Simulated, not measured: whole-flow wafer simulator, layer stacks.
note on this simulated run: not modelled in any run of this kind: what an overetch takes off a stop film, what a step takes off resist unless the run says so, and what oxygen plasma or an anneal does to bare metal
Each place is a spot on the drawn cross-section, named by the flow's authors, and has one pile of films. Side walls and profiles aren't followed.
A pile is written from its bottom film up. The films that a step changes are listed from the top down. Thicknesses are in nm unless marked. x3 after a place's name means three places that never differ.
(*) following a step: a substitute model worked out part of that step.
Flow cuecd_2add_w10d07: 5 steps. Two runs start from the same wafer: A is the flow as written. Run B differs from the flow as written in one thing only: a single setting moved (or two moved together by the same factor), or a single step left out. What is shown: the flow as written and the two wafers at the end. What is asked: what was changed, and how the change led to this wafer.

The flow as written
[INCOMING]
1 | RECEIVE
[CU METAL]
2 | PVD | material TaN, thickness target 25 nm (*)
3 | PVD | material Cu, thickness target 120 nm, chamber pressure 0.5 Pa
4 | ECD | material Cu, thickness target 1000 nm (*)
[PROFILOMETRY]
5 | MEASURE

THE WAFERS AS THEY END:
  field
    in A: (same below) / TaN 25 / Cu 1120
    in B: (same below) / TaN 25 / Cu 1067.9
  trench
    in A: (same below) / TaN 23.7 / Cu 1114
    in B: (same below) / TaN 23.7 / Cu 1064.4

Cause: step 3, PVD: thickness target 67.9 nm was run, whereas the flow has thickness target 120 nm.

How this came from the change, step by step:
  3 | PVD | material Cu, thickness target 120 nm, chamber pressure 0.5 Pa
      field: A Cu gains 120 (new film) | B Cu gains 67.9 (new film)
      trench: A Cu gains 114 (new film) | B Cu gains 64.4 (new film)
